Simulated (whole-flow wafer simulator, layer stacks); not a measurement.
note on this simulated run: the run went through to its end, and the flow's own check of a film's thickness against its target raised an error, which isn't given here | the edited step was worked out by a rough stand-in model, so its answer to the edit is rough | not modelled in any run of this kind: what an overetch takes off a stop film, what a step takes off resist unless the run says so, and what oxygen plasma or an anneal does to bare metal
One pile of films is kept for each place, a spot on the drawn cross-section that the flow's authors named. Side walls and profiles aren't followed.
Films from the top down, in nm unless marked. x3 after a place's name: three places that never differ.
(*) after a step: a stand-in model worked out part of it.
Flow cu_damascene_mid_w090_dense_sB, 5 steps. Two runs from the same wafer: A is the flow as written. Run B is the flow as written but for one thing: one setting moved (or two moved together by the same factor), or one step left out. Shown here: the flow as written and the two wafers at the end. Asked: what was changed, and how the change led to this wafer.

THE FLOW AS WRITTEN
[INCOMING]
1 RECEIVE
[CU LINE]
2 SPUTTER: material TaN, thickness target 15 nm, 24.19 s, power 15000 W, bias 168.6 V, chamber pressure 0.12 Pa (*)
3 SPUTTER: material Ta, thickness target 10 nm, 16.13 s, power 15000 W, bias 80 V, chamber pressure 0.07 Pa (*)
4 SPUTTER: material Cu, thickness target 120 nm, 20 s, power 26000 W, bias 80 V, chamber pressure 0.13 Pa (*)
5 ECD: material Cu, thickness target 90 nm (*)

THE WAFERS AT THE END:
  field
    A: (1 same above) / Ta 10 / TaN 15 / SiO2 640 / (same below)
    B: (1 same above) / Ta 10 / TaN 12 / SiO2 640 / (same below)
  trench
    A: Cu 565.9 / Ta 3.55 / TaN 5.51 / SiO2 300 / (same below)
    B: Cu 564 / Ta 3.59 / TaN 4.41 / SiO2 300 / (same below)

The cause: step 2, SPUTTER: thickness target 12 nm was run, where the flow has thickness target 15 nm; step 2, SPUTTER: 19.35 s was run, where the flow has 24.19 s.
It can be read off the wafer: field has TaN 12, and step 2 as written asks for 15 nm.

How the change led to this, step by step:
  2 SPUTTER: material TaN, thickness target 15 nm, 24.19 s, power 15000 W, bias 168.6 V, chamber pressure 0.12 Pa (*)
      field: A TaN +15 (new film) | B TaN +12 (new film)
      trench: A TaN +5.51 (new film) | B TaN +4.41 (new film)
